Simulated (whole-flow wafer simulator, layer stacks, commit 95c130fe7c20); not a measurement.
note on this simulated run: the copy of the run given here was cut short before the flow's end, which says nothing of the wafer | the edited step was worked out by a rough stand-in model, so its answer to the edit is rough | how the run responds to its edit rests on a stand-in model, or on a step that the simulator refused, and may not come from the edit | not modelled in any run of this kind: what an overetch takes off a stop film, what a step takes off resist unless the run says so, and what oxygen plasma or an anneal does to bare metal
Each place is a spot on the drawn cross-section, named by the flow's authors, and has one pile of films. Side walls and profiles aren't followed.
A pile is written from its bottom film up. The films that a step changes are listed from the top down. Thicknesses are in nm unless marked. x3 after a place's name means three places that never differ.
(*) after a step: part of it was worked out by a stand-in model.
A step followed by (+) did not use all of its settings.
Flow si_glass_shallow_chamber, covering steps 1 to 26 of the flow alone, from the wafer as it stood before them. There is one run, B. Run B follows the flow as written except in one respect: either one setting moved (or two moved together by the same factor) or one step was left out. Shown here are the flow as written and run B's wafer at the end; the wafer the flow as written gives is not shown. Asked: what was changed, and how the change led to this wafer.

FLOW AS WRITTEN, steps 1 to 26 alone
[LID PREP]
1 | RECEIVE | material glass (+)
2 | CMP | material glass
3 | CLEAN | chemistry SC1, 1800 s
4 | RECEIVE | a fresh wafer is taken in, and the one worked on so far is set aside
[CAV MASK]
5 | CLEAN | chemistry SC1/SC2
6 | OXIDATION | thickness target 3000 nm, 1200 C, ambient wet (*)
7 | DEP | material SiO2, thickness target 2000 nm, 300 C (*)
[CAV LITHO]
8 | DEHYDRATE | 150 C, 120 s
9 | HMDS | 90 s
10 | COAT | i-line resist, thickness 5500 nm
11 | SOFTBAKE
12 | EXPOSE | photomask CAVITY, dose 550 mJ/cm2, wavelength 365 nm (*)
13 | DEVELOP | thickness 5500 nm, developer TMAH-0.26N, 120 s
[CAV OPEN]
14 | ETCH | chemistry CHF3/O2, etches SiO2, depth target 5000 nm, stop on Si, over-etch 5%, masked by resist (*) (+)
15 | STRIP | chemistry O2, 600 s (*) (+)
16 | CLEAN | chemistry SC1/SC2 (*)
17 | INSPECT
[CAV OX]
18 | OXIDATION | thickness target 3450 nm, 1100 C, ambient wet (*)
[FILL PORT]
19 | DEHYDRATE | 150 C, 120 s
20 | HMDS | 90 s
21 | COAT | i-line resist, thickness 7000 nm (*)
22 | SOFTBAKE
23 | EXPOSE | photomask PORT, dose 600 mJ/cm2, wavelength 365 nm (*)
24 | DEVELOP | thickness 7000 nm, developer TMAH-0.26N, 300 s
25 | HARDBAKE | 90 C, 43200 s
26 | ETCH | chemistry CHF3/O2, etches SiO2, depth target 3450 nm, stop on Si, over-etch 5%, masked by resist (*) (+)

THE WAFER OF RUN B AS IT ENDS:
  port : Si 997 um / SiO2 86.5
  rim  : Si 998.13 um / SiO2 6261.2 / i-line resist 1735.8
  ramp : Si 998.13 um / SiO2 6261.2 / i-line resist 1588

The reason: step 18, OXIDATION: thickness target 3709 nm was run, whereas the flow has thickness target 3450 nm.

Step by step, how the change led to this:
  18 | OXIDATION | thickness target 3450 nm, 1100 C, ambient wet (*)
      rim, ramp, septum, ring: +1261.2 SiO2, -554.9 Si (in the flow as written it would be: +1109.8 SiO2, -488.3 Si)
      cav, port: +3709 SiO2 (new film), -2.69 chemical SiO2 (all of it), -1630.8 Si (in the flow as written it would be: +3450 SiO2 (new film), -2.69 chemical SiO2 (all of it), -1516.8 Si)
  25 | HARDBAKE | 90 C, 43200 s
      ramp: -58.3 i-line resist (in the flow as written it would be: -57.1 i-line resist)
  26 | ETCH | chemistry CHF3/O2, etches SiO2, depth target 3450 nm, stop on Si, over-etch 5%, masked by resist (*) (+)
      port: -3622.5 SiO2 (in the flow as written it would be: -3450 SiO2 (all of it), -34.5 Si)
